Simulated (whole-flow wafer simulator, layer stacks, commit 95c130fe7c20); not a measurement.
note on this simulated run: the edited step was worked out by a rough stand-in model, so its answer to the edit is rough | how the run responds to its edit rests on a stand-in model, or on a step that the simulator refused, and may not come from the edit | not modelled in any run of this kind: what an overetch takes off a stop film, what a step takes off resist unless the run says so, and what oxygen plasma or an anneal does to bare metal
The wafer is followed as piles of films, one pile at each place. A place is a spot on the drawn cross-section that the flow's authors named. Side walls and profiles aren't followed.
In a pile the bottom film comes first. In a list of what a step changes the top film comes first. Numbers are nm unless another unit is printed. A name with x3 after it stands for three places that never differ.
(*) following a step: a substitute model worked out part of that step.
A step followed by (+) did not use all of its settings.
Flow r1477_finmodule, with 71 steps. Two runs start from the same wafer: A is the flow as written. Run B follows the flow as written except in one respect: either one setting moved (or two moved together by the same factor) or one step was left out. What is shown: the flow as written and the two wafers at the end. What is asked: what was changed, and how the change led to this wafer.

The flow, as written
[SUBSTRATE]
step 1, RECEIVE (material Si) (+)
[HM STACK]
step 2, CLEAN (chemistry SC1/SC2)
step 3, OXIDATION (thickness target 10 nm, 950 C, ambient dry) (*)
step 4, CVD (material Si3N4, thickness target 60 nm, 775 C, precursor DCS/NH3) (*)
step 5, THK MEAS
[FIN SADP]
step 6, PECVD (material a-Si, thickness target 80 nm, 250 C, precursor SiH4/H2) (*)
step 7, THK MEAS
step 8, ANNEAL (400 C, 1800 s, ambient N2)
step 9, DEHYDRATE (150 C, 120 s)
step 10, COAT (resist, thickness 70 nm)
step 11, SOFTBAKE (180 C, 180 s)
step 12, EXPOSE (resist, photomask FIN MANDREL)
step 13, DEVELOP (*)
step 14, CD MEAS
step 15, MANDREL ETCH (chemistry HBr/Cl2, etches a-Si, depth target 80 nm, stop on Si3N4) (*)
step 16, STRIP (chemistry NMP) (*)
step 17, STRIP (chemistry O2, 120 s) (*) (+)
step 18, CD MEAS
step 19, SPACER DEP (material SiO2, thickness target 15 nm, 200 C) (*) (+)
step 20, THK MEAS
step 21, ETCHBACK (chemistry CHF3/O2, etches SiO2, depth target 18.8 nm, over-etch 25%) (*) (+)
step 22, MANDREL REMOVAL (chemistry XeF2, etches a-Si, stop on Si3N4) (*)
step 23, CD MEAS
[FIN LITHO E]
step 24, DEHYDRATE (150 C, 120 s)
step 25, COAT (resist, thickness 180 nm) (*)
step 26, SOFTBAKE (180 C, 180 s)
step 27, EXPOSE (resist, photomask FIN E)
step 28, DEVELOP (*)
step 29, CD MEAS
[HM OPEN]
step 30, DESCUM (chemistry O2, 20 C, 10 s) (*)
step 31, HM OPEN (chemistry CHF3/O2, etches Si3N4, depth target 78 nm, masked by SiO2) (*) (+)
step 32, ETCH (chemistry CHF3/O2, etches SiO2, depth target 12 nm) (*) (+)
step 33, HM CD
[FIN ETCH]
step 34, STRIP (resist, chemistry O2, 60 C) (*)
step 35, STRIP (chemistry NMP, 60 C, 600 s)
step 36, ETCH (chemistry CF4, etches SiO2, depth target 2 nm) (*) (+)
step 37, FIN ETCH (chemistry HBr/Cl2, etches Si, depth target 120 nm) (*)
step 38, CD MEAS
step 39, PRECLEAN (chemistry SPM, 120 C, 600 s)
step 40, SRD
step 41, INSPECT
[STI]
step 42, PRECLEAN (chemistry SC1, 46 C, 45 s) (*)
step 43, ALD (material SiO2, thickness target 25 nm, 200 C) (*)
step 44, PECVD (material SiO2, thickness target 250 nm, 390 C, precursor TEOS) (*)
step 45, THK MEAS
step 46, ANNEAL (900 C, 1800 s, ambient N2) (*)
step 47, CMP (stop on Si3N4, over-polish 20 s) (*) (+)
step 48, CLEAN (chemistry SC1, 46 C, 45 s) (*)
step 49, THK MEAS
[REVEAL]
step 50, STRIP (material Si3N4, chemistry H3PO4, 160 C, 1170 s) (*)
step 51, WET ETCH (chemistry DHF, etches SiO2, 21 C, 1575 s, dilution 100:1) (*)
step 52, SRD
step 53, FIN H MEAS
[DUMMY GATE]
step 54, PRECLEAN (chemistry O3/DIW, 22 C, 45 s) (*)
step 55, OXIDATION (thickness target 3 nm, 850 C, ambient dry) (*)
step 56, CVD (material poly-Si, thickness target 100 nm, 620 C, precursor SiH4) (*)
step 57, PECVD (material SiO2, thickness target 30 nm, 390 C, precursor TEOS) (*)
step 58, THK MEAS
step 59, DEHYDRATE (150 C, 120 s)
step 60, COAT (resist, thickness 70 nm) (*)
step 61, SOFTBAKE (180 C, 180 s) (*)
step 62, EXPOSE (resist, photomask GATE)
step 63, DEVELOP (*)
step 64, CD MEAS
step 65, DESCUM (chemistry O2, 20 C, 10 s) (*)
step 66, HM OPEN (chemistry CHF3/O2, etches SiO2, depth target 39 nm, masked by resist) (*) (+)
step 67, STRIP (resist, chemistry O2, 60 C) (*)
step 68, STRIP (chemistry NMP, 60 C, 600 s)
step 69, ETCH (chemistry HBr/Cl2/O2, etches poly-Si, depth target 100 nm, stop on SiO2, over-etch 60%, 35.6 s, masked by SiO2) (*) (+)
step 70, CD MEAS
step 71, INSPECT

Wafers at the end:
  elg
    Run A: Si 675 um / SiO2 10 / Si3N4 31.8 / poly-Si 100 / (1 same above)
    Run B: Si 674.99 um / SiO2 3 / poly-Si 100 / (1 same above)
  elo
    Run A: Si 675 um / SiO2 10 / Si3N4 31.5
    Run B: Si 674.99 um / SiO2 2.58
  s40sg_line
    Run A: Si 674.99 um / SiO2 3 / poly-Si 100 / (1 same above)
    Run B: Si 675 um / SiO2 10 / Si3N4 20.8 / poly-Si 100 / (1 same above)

Cause: step 6, PECVD: thickness target 35.2 nm was run, while the flow as written has thickness target 80 nm.

Step by step, how the change led to this:
  step 6, PECVD (material a-Si, thickness target 80 nm, 250 C, precursor SiH4/H2) (*)
      pad, padg, elg and 33 more: A a-Si gains 80 (new film) | B a-Si gains 35.2 (new film)
  step 15, MANDREL ETCH (chemistry HBr/Cl2, etches a-Si, depth target 80 nm, stop on Si3N4) (*)
      pad, padg, elg and 27 more: A a-Si loses 80 (all of it) | B a-Si loses 35.2 (all of it)
      s40cg, s45cg, s50cg, s40co, s45co, s50co: A resist loses 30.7 | B resist loses 20.2
  step 16, STRIP (chemistry NMP) (*)
      s40cg, s45cg, s50cg, s40co, s45co, s50co: A resist loses 39.3 (all of it) | B resist loses 49.8 (all of it)
  step 21, ETCHBACK (chemistry CHF3/O2, etches SiO2, depth target 18.8 nm, over-etch 25%) (*) (+)
      s40sg_line, s45sg_line, s50sg_line, s40so_line, s45so_line, s50so_line: A SiO2 gains 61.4 | B SiO2 gains 16.6
  step 22, MANDREL REMOVAL (chemistry XeF2, etches a-Si, stop on Si3N4) (*)
      s40cg, s45cg, s50cg, s40co, s45co, s50co: A a-Si loses 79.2 (all of it) | B a-Si loses 34.4 (all of it)
  step 25, COAT (resist, thickness 180 nm) (*)
      s40cg, s40co: A resist gains 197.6 (new film) | B resist gains 186.4 (new film)
      s40sg, s40so: A resist gains 201.2 (new film) | B resist gains 190 (new film)
      (also at 14 further places)
  step 28, DEVELOP (*)
      s40cg, s40co: A resist loses 197.6 (all of it) | B resist loses 186.4 (all of it)
      s40sg, s40so: A resist loses 201.2 (all of it) | B resist loses 190 (all of it)
      (also at 14 further places)
  step 31, HM OPEN (chemistry CHF3/O2, etches Si3N4, depth target 78 nm, masked by SiO2) (*) (+)
      s40sg_line, s45sg_line, s50sg_line, s40so_line, s45so_line, s50so_line: A SiO2 loses 39 | B SiO2 loses 31.6 (all of it), Si3N4 loses 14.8
  step 32, ETCH (chemistry CHF3/O2, etches SiO2, depth target 12 nm) (*) (+)
      s40sg_line, s45sg_line, s50sg_line, s40so_line, s45so_line, s50so_line: A SiO2 loses 12 | B Si3N4 loses 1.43
      pad, padg, e40sg and 11 more: A Si loses 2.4 | B Si loses 0.3
      (also at 16 further places)
  step 34, STRIP (resist, chemistry O2, 60 C) (*)
      elg, e40lg, e100lg, e200lg, elo, e40lo, e100lo, e200lo: A resist loses 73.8 (all of it) | B resist loses 83.8 (all of it)
  step 36, ETCH (chemistry CF4, etches SiO2, depth target 2 nm) (*) (+)
      elg, e40lg, e100lg, e200lg, elo, e40lo, e100lo, e200lo: A Si3N4 loses 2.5 | B nothing
      s40sg_line, s45sg_line, s50sg_line, s40so_line, s45so_line, s50so_line: A SiO2 loses 2 | B nothing
  step 37, FIN ETCH (chemistry HBr/Cl2, etches Si, depth target 120 nm) (*)
      s40sg_line, s45sg_line, s50sg_line, s40so_line, s45so_line, s50so_line: A SiO2 loses 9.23 | B Si3N4 loses 17.1
  step 43, ALD (material SiO2, thickness target 25 nm, 200 C) (*)
      s40sg_line, s45sg_line, s50sg_line, s40so_line, s45so_line, s50so_line: A SiO2 gains 25 | B SiO2 gains 25 (new film)
      s40cg, s45cg, s50cg, s40co, s45co, s50co: A SiO2 gains 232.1 (new film) | B SiO2 gains 182.5 (new film)
  step 47, CMP (stop on Si3N4, over-polish 20 s) (*) (+)
      elg, e40lg, e100lg, e200lg, elo, e40lo, e100lo, e200lo: A SiO2 loses 241.6 | B SiO2 loses 263.8 (all of it), Si3N4 loses 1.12
      s40sg_line, s45sg_line, s50sg_line, s40so_line, s45so_line, s50so_line: A SiO2 loses 277.9 (all of it), Si3N4 loses 1.12 | B SiO2 loses 252.3
      (also at 22 further places)
  step 50, STRIP (material Si3N4, chemistry H3PO4, 160 C, 1170 s) (*)
      elg, e40lg, e100lg, e200lg, elo, e40lo, e100lo, e200lo: A SiO2 loses 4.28 | B Si3N4 loses 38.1 (all of it), SiO2 loses 2.02
      s40sg_line, s45sg_line, s50sg_line, s40so_line, s45so_line, s50so_line: A Si3N4 loses 58.9 (all of it), SiO2 loses 1.37 | B SiO2 loses 4.28
  step 51, WET ETCH (chemistry DHF, etches SiO2, 21 C, 1575 s, dilution 100:1) (*)
      elg, e40lg, e100lg, e200lg, elo, e40lo, e100lo, e200lo: A SiO2 loses 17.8 (all of it), Si3N4 loses 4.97 | B SiO2 loses 7.98 (all of it)
      s40sg_line, s45sg_line, s50sg_line, s40so_line, s45so_line, s50so_line: A SiO2 loses 8.63 (all of it) | B SiO2 loses 7.19 (all of it), Si3N4 loses 5.83
  ... another 6 steps ...
  step 69, ETCH (chemistry HBr/Cl2/O2, etches poly-Si, depth target 100 nm, stop on SiO2, over-etch 60%, 35.6 s, masked by SiO2) (*) (+)
      s40co: A chemical SiO2 loses 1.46 (all of it), poly-Si loses 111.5 (all of it), SiO2 loses 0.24 | B chemical SiO2 loses 1.5 (all of it), poly-Si loses 160
      s45co: A chemical SiO2 loses 1.46 (all of it), poly-Si loses 110.9 (all of it), SiO2 loses 0.25 | B chemical SiO2 loses 1.5 (all of it), poly-Si loses 160
      (also at 1 further place)
